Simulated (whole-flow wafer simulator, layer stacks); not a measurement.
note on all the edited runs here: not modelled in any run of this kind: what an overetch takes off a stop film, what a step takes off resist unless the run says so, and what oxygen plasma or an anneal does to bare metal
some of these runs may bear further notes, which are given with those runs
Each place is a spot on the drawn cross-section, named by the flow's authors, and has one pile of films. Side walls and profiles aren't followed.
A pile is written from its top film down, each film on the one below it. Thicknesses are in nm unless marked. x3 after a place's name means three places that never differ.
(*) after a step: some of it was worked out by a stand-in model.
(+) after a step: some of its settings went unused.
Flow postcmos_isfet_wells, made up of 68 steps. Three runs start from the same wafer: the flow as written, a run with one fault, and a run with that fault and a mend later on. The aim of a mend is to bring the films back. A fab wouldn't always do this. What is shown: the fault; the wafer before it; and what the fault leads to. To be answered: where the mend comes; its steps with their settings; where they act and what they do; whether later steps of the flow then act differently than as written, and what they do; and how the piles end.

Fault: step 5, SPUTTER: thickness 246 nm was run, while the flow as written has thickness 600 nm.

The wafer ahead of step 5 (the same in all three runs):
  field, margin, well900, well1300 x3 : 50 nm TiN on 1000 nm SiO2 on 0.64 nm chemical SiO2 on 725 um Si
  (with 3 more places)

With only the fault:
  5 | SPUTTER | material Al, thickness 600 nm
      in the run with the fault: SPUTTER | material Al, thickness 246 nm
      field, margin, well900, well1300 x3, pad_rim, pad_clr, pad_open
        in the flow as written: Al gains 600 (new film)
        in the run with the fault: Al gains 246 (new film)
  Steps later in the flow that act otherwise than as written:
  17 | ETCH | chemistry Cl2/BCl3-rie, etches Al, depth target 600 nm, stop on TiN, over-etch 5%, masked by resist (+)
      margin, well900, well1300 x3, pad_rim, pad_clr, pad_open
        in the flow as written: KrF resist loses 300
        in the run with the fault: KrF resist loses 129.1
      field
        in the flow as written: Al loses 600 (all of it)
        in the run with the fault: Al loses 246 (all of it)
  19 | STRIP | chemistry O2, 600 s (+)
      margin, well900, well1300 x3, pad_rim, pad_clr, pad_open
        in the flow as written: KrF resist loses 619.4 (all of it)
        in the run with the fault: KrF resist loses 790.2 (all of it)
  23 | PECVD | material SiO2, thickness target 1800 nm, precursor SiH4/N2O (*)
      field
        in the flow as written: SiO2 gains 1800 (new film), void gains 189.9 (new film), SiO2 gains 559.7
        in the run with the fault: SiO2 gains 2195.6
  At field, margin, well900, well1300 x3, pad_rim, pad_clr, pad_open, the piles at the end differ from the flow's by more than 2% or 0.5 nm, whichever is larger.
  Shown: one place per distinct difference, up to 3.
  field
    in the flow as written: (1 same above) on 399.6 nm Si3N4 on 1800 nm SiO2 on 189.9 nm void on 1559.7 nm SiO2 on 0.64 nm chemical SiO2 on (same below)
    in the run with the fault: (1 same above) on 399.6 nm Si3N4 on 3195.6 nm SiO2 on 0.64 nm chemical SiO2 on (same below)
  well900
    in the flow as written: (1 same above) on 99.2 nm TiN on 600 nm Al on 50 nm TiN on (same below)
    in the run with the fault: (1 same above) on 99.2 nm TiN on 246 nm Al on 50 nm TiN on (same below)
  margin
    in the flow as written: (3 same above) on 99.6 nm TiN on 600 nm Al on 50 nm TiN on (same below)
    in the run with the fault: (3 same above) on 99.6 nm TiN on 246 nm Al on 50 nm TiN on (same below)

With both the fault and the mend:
  After step 5 comes the mend.
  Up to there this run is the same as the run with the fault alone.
  5a | SPUTTER | material Al, thickness 354 nm (a further turn of the flow's step 5, with different settings)
      field, margin, well900, well1300 x3, pad_rim, pad_clr, pad_open
        Al gains 354
  Every later step of the flow that is run acts as written at every place that is followed.
  By the end, the piles equal the flow's at every place that both follow.
